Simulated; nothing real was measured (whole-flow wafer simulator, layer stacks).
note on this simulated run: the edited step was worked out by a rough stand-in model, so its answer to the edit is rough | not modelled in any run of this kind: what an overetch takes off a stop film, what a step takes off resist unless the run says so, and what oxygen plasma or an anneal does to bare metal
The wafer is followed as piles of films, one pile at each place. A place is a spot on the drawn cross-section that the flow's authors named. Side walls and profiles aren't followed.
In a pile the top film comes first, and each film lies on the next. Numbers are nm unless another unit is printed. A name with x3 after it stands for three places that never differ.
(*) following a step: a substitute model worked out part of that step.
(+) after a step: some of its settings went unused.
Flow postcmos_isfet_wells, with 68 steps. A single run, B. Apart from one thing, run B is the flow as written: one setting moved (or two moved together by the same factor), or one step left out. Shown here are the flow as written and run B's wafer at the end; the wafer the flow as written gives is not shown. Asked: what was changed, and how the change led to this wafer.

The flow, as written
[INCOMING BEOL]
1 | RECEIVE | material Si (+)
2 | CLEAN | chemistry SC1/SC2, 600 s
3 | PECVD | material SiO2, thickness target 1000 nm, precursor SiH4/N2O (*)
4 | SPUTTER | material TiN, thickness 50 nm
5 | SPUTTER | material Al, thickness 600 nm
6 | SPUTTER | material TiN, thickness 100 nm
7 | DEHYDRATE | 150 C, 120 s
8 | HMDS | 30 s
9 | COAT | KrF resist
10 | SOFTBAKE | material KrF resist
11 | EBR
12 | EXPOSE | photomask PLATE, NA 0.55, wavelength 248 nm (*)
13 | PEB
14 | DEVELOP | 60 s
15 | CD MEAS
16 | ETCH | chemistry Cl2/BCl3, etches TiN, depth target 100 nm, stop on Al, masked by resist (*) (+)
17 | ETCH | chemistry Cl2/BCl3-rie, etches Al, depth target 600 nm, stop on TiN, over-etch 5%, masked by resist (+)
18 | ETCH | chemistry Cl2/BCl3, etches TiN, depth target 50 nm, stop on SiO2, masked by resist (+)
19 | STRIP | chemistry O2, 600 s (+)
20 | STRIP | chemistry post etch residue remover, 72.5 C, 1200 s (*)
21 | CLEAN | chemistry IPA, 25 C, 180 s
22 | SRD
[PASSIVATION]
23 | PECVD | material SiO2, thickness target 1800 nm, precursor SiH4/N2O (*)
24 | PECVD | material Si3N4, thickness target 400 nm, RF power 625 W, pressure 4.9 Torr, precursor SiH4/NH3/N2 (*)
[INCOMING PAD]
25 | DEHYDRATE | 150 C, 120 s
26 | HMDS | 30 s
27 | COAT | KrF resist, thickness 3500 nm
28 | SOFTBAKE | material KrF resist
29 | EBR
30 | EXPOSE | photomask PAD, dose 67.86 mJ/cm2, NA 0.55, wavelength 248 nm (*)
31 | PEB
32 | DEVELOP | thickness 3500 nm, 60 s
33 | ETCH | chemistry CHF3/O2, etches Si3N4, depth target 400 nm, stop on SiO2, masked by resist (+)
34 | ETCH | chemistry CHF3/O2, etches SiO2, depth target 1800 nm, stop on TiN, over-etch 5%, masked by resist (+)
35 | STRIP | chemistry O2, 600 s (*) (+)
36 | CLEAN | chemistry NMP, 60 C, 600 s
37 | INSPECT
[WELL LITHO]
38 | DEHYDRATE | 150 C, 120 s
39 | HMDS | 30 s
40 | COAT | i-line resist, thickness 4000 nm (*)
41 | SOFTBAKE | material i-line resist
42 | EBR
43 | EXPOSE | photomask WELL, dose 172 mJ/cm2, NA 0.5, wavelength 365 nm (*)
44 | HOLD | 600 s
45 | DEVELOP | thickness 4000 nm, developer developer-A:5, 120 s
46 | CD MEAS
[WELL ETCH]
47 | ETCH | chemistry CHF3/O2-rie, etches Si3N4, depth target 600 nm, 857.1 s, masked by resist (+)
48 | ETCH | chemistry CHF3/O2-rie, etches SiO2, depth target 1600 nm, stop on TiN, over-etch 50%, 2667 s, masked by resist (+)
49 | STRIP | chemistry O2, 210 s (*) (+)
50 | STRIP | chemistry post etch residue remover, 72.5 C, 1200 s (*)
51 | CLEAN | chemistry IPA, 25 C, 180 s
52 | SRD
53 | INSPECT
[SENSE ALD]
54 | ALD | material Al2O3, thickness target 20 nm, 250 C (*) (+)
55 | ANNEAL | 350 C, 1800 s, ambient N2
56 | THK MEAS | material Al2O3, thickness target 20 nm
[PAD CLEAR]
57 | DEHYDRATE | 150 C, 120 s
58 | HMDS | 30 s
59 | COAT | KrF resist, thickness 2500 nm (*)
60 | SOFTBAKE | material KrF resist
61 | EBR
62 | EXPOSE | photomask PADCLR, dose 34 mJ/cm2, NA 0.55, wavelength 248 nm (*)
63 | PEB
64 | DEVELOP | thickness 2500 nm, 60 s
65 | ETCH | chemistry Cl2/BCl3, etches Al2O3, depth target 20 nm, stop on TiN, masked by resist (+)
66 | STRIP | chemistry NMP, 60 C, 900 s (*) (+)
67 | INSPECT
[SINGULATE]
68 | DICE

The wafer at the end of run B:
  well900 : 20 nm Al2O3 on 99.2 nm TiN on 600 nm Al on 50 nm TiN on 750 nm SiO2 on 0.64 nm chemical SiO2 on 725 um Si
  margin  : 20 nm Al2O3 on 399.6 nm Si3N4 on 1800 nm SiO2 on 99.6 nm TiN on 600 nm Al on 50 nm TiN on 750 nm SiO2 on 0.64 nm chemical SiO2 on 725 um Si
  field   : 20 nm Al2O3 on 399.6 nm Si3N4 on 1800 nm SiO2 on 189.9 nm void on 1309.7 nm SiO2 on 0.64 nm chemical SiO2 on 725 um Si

The reason: step 3, PECVD: thickness target 750 nm was run, though the flow has thickness target 1000 nm.
The wafer itself shows it: well900 has SiO2 750, and step 3 as written asks for 1000 nm.

How this came from the change, step by step:
  3 | PECVD | material SiO2, thickness target 1000 nm, precursor SiH4/N2O (*)
      field, margin, well900, well1300 x3, pad_rim, pad_clr, pad_open: +750 SiO2 (new film) (it would be, as written: +1000 SiO2 (new film))
